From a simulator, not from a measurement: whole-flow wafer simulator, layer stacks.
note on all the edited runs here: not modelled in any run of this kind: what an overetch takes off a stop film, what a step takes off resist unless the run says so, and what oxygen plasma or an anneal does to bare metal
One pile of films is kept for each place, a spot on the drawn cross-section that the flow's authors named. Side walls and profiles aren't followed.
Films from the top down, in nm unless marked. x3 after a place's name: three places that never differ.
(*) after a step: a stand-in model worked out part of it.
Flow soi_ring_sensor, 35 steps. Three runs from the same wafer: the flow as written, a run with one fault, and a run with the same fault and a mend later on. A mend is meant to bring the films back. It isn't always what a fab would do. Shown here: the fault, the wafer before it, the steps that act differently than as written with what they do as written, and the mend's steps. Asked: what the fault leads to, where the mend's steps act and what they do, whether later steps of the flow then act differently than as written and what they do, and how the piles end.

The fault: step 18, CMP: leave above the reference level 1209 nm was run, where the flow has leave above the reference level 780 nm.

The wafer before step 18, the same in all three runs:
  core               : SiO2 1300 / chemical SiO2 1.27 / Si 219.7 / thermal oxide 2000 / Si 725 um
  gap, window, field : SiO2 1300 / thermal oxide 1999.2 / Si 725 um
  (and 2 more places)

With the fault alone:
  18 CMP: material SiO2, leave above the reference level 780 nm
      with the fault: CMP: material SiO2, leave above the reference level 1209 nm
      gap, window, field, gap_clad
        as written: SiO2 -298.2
        with the fault: nothing
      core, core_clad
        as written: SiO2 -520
        with the fault: SiO2 -91
  Later steps of the flow that act differently than as written (1 more step differs only slightly, by at most 2% or 0.5 nm, whichever is larger, and isn't shown):
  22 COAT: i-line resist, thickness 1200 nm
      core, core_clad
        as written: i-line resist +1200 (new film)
        with the fault: i-line resist +1086.7 (new film)
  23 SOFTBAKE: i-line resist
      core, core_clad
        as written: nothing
        with the fault: i-line resist -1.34
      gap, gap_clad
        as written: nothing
        with the fault: i-line resist -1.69
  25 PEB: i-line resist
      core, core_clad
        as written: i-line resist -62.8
        with the fault: i-line resist -56.6
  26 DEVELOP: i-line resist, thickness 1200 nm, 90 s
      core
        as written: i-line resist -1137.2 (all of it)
        with the fault: i-line resist -1028.8 (all of it)
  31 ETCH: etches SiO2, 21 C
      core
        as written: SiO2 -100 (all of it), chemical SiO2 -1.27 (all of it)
        with the fault: SiO2 -462
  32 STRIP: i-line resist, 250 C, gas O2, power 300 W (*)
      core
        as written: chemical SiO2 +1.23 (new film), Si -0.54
        with the fault: nothing
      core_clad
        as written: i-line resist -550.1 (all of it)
        with the fault: i-line resist -441.9 (all of it)
  At the end the piles differ from the flow's by more than 2% or 0.5 nm, whichever is larger, at core, field, core_clad.
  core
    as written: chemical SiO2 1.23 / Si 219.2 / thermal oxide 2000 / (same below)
    with the fault: SiO2 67 / chemical SiO2 1.27 / Si 219.7 / thermal oxide 2000 / (same below)
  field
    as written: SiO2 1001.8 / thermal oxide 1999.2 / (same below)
    with the fault: SiO2 1300 / thermal oxide 1999.2 / (same below)
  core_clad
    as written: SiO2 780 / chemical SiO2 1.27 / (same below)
    with the fault: SiO2 1209 / chemical SiO2 1.27 / (same below)

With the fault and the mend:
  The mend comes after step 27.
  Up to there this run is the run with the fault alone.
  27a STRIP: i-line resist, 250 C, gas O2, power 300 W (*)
      field
        i-line resist -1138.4 (all of it)
      core_clad
        i-line resist -1028.7 (all of it)
      gap_clad
        i-line resist -1153.2 (all of it)
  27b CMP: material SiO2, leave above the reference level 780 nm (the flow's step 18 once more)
      gap, window, field, gap_clad
        SiO2 -298.2
      core, core_clad
        SiO2 -429
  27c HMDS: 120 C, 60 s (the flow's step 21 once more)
      changes no film at any place that is followed
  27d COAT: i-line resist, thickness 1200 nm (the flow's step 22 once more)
      core, gap, window, field, core_clad, gap_clad
        i-line resist +1200 (new film)
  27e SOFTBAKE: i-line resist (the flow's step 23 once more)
      changes no film at any place that is followed
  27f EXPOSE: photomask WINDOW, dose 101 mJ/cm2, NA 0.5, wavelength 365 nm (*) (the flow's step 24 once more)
      changes no film at any place that is followed
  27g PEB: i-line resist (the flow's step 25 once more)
      core, gap, window, field, core_clad, gap_clad
        i-line resist -62.8
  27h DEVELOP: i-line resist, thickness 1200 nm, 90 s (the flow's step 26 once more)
      core, gap, window
        i-line resist -1137.2 (all of it)
      field, core_clad, gap_clad
        i-line resist -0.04
  No later step of the flow acts differently than as written at any place that is followed.
  At the end the piles are the same as the flow's at every place that both follow.
